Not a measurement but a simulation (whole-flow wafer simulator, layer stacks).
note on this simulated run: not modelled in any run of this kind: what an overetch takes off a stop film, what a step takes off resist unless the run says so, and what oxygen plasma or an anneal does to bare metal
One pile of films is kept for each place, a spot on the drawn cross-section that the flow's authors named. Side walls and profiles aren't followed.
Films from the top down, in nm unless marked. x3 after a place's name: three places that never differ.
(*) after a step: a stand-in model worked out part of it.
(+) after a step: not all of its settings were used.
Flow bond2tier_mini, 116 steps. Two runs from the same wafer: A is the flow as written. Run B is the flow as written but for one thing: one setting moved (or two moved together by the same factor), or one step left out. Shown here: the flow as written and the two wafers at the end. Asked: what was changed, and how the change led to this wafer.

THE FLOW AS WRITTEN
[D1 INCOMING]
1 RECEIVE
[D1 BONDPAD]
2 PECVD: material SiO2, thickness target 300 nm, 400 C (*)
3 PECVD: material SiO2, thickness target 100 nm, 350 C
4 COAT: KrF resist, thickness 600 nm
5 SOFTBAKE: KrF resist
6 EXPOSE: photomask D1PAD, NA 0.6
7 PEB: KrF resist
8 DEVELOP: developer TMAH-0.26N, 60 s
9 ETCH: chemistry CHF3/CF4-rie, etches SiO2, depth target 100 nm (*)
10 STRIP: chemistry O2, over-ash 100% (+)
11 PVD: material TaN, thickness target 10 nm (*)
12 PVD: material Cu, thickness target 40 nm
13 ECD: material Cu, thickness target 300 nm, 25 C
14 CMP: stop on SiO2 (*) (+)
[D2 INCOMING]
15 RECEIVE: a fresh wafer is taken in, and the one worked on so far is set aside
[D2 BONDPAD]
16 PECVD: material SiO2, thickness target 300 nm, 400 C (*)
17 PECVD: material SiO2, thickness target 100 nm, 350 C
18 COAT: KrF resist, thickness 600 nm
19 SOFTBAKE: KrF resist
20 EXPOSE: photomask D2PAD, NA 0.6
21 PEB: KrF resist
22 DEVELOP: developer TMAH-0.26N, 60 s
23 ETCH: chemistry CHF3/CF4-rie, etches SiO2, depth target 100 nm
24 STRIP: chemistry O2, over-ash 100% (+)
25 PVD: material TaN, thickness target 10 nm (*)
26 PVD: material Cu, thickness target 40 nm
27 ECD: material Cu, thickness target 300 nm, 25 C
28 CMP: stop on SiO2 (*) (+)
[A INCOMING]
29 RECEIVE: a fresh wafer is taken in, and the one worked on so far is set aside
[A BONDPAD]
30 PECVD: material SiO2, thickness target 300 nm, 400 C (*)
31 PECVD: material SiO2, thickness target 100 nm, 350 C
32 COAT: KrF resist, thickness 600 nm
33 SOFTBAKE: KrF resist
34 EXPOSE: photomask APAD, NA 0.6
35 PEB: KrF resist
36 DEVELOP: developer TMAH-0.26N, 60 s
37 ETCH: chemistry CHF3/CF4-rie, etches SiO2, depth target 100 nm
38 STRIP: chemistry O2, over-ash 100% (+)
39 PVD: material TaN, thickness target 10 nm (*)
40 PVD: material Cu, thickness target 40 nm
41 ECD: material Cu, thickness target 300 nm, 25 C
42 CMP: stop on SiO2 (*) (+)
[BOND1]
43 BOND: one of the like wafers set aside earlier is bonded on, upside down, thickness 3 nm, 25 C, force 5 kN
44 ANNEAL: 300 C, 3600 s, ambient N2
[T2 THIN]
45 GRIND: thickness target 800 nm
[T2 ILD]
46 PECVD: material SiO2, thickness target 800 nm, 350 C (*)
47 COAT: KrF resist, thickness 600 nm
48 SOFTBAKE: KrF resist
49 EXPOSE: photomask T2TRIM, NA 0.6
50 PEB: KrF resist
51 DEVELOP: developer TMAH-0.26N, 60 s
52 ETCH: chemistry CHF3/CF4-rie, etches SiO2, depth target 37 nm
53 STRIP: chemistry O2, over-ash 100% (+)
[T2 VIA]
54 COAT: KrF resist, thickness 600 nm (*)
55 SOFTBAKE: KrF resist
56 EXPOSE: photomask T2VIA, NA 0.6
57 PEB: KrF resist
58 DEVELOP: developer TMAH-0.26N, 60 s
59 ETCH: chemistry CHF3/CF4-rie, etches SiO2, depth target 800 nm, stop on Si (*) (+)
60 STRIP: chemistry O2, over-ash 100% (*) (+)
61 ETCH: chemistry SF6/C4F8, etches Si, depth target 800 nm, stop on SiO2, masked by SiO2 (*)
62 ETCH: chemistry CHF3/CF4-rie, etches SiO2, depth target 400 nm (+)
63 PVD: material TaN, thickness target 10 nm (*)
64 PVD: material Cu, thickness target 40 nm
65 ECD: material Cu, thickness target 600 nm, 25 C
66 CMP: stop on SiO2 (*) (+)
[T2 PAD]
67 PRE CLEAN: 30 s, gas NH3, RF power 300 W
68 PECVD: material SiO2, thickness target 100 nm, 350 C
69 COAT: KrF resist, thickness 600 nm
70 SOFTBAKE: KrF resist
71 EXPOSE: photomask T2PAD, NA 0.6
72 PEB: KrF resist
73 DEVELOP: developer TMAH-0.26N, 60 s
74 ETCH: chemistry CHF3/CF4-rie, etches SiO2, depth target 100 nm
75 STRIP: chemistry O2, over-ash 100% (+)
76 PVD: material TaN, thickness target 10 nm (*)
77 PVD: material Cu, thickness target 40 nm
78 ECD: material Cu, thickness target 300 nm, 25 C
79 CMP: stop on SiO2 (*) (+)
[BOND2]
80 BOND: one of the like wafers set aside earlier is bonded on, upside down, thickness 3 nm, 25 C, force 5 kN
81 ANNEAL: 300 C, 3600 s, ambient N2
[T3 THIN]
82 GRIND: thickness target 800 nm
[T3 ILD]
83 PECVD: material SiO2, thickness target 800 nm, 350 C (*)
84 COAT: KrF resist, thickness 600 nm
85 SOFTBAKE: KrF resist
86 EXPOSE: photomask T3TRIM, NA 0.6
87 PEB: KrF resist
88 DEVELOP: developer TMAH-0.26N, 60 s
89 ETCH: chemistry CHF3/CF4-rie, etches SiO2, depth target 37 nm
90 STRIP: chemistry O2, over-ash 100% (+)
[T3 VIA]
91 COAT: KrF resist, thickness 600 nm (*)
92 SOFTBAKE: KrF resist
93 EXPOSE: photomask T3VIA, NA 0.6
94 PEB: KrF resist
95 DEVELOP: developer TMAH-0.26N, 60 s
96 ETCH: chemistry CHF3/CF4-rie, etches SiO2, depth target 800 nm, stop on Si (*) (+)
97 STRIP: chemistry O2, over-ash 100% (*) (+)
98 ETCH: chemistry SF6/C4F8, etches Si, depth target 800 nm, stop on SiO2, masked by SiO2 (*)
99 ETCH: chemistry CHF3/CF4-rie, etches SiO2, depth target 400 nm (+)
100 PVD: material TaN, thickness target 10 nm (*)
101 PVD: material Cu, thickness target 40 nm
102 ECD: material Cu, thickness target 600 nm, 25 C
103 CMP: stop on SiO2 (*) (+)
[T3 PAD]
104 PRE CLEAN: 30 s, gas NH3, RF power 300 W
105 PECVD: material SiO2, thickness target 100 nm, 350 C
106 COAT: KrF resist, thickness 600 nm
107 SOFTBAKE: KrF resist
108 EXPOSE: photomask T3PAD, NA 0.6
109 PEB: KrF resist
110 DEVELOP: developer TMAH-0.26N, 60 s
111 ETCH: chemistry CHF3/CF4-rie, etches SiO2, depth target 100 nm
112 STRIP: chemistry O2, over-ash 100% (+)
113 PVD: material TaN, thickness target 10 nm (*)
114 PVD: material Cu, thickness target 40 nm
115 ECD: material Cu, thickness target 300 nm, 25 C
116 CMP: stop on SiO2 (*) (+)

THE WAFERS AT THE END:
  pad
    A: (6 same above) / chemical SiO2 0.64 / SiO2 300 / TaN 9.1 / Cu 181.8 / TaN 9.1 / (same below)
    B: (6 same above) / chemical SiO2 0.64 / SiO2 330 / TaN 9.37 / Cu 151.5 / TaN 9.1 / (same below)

The cause: step 23, ETCH: depth target 70 nm was run, where the flow has depth target 100 nm.

How the change led to this, step by step:
  23 ETCH: chemistry CHF3/CF4-rie, etches SiO2, depth target 100 nm
      pad, via: A SiO2 -100 | B SiO2 -70
      field: A KrF resist -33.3 | B KrF resist -23.3
  26 PVD: material Cu, thickness target 40 nm
      pad: A Cu +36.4 (new film) | B Cu +37.5 (new film)
  27 ECD: material Cu, thickness target 300 nm, 25 C
      pad: A Cu +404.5 | B Cu +373.2
      via: A Cu +400.2 | B Cu +370.1
  80 BOND: one of the like wafers set aside earlier is bonded on, upside down, thickness 3 nm, 25 C, force 5 kN
      pad: A Si +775 um (new film), chemical SiO2 +0.64 (new film), SiO2 +300 (new film), TaN +9.1 (new film), Cu +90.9 | B Si +775 um (new film), chemical SiO2 +0.64 (new film), SiO2 +330 (new film), TaN +9.37 (new film), Cu +60.6
